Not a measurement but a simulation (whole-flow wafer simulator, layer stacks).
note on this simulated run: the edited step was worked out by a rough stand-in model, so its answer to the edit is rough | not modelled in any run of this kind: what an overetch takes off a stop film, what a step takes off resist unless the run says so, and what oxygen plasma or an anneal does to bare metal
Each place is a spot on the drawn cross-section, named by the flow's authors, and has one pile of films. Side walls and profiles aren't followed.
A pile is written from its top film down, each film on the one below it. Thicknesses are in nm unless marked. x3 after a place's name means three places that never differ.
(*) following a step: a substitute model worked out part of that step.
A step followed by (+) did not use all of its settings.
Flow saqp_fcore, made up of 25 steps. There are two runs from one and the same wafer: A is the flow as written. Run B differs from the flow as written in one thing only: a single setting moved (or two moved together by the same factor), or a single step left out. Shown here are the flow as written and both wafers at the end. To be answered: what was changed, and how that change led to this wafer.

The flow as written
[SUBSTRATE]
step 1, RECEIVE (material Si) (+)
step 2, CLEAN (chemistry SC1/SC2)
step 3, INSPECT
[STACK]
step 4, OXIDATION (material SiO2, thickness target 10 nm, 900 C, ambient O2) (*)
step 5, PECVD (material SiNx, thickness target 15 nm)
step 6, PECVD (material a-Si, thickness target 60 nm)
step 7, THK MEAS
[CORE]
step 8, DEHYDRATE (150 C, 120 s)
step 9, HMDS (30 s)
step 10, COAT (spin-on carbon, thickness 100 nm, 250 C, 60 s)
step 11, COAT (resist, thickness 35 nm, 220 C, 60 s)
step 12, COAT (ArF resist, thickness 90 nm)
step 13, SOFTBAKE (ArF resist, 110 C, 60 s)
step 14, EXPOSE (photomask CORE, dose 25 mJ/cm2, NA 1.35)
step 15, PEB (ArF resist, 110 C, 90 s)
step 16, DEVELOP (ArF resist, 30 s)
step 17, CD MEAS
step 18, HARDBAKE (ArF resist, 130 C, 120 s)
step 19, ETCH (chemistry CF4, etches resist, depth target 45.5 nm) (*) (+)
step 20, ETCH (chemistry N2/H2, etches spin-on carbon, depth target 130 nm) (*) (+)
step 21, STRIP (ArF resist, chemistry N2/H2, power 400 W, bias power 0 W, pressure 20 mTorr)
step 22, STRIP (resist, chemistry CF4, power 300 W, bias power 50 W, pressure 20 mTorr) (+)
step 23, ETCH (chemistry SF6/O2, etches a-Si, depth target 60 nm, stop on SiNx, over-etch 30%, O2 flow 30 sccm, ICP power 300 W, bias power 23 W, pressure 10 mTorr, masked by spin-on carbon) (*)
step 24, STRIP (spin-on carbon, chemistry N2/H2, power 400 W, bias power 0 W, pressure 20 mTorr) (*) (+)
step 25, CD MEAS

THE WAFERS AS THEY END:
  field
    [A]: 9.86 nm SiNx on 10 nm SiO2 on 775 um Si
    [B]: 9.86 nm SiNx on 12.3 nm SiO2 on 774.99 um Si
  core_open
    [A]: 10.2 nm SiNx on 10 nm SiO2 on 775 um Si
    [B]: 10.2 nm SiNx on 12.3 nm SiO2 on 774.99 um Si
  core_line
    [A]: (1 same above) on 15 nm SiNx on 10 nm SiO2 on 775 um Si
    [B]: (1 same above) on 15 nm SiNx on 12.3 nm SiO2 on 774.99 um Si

The reason: step 4, OXIDATION: thickness target 12.3 nm was run, while the flow as written has thickness target 10 nm.
The wafer itself shows it: field has SiO2 12.3, and step 4 as written asks for 10 nm.

The path from the change to this, step by step:
  step 4, OXIDATION (material SiO2, thickness target 10 nm, 900 C, ambient O2) (*)
      field, core_open, core_line: A +10 SiO2 (new film), -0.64 chemical SiO2 (all of it), -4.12 Si | B +12.3 SiO2 (new film), -0.64 chemical SiO2 (all of it), -5.13 Si
